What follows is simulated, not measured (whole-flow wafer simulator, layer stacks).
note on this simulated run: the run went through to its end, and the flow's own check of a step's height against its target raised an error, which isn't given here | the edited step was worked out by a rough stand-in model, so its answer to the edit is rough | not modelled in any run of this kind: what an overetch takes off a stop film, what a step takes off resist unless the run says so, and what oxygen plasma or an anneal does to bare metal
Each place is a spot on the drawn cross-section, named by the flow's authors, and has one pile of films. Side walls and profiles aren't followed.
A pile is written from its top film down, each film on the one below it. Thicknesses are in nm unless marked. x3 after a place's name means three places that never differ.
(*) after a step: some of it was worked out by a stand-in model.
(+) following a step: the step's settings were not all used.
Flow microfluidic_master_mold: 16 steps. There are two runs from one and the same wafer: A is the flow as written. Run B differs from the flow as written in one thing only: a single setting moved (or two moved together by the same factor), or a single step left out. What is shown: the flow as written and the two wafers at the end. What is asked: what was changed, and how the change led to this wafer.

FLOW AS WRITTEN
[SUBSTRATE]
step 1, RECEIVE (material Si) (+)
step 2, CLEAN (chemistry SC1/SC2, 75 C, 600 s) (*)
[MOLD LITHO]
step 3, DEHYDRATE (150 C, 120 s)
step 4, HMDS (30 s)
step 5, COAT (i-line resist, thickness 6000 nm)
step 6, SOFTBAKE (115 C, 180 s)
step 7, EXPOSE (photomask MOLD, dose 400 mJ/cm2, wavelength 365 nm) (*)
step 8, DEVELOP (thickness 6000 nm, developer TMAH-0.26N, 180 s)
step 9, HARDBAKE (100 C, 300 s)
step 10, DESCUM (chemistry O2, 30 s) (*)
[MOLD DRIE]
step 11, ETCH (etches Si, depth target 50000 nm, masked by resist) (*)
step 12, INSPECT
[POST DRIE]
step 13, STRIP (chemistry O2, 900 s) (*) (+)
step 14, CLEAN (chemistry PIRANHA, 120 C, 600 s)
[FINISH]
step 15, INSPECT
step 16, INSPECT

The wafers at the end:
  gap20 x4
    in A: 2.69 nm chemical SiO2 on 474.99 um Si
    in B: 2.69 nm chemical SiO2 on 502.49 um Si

What caused this: step 11, ETCH: depth target 22500 nm was run, whereas the flow has depth target 50000 nm.

How this came from the change, step by step:
  step 11, ETCH (etches Si, depth target 50000 nm, masked by resist) (*)
      gap20 x4: A chemical SiO2 loses 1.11 (all of it), Si loses 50 um | B chemical SiO2 loses 1.11 (all of it), Si loses 22.5 um
      ridge: A i-line resist loses 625 | B i-line resist loses 281.2
  step 13, STRIP (chemistry O2, 900 s) (*) (+)
      ridge: A i-line resist loses 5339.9 (all of it), chemical SiO2 gains 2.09, Si loses 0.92 | B i-line resist loses 5683.7 (all of it), chemical SiO2 gains 2.09, Si loses 0.92
